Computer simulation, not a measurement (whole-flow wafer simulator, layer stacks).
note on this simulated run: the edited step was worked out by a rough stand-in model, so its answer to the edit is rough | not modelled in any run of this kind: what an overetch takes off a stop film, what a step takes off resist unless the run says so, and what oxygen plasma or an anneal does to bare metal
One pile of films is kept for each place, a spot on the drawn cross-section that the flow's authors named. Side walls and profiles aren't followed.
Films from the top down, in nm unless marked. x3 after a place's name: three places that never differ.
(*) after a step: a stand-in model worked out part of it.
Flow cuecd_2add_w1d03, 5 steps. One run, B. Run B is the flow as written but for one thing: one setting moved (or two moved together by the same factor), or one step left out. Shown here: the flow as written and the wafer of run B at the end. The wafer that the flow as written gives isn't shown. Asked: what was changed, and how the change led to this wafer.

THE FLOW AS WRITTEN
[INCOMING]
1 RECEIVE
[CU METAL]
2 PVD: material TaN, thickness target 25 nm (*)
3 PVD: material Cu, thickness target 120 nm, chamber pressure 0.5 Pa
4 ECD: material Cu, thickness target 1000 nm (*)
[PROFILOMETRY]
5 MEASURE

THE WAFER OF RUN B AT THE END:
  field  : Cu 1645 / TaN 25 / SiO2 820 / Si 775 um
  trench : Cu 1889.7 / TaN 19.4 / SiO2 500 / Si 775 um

The cause: step 4, ECD: thickness target 1525 nm was run, where the flow has thickness target 1000 nm.

How the change led to this, step by step:
  4 ECD: material Cu, thickness target 1000 nm (*)
      field: Cu +1525 (as written it would be: Cu +1000)
      trench: Cu +1796.2 (as written it would be: Cu +1226.8)
